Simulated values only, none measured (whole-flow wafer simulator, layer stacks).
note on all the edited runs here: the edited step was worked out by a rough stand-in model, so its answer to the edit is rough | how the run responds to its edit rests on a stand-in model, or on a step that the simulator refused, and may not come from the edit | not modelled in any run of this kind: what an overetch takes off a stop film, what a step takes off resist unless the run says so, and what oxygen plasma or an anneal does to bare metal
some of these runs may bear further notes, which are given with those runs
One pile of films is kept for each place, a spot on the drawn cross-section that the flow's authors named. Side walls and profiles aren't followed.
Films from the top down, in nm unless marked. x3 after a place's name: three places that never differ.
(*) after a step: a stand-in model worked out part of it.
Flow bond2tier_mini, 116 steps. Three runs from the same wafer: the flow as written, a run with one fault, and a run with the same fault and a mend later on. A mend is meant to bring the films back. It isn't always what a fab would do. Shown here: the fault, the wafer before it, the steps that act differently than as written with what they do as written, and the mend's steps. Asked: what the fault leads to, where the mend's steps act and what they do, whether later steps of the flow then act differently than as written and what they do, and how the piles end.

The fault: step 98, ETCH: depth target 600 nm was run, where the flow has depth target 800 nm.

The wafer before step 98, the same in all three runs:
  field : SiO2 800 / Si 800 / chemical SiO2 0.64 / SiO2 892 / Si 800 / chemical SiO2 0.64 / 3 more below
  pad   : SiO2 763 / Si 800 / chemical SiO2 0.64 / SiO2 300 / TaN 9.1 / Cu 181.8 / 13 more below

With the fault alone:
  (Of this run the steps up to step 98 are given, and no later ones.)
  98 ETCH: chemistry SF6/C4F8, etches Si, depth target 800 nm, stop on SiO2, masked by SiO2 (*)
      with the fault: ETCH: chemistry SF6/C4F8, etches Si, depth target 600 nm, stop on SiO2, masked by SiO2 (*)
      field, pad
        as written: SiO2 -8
        with the fault: SiO2 -6
  After step 98 the piles differ from the flow's only slightly at the places that both follow, by at most 2% or 0.5 nm, whichever is larger.

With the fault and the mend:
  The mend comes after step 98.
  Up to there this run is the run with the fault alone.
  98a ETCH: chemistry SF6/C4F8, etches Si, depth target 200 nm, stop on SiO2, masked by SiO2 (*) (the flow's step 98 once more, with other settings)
      field, pad
        SiO2 -2
  No later step of the flow acts differently than as written at any place that is followed.
  At the end the piles are the same as the flow's at every place that both follow.
